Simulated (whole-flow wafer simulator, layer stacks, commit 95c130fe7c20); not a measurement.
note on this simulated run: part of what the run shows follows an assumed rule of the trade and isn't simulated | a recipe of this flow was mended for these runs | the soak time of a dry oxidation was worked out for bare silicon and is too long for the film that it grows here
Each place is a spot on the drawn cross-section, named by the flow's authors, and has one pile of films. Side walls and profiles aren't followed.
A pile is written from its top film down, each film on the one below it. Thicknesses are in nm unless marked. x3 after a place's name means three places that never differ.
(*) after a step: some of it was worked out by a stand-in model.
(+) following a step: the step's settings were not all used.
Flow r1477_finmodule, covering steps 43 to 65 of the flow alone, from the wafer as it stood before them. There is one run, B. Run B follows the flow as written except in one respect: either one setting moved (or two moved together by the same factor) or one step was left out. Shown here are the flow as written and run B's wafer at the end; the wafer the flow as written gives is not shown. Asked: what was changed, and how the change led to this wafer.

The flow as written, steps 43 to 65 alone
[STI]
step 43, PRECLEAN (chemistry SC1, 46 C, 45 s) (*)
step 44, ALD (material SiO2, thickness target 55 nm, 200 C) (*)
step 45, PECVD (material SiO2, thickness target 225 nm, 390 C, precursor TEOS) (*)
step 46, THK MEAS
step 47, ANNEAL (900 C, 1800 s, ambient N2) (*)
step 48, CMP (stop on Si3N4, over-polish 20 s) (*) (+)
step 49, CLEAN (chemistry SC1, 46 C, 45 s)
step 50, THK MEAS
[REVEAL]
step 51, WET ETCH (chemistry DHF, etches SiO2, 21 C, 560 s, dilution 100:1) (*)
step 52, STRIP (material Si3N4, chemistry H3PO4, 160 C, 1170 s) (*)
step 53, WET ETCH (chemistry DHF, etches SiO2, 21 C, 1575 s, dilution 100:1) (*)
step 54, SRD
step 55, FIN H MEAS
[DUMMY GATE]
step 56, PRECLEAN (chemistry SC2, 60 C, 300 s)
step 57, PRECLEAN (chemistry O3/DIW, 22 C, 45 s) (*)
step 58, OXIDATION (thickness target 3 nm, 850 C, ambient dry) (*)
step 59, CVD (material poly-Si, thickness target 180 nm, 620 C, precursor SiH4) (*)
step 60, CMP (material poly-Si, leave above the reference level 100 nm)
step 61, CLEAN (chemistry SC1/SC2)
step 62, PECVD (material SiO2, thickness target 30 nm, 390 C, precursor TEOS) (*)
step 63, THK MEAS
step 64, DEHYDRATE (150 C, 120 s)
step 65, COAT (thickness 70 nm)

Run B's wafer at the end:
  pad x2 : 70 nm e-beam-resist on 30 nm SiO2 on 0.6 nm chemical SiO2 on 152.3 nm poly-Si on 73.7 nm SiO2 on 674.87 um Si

What caused this: step 44, ALD: thickness target 104.5 nm was run, whereas the flow has thickness target 55 nm.

Step by step, how the change led to this:
  step 44, ALD (material SiO2, thickness target 55 nm, 200 C) (*)
      elg x8: SiO2 gains 104.5 (new film) (it would be, as written: SiO2 gains 55 (new film))
      s40sg_line x6: SiO2 gains 104.5 (it would be, as written: SiO2 gains 55)
      (and at 2 other places as well)
  step 48, CMP (stop on Si3N4, over-polish 20 s) (*) (+)
      elg x8: SiO2 loses 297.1 (it would be, as written: SiO2 loses 247.6)
      s40sg_line x6: SiO2 loses 336.5 (all of it), Si3N4 loses 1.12 (it would be, as written: SiO2 loses 287 (all of it), Si3N4 loses 1.12)
      (and at 2 other places as well)
  step 53, WET ETCH (chemistry DHF, etches SiO2, 21 C, 1575 s, dilution 100:1) (*)
      pad x2: SiO2 loses 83 (it would be, as written: SiO2 loses 85.7)
  step 60, CMP (material poly-Si, leave above the reference level 100 nm)
      pad x2: poly-Si loses 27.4 (it would be, as written: poly-Si loses 24.8)
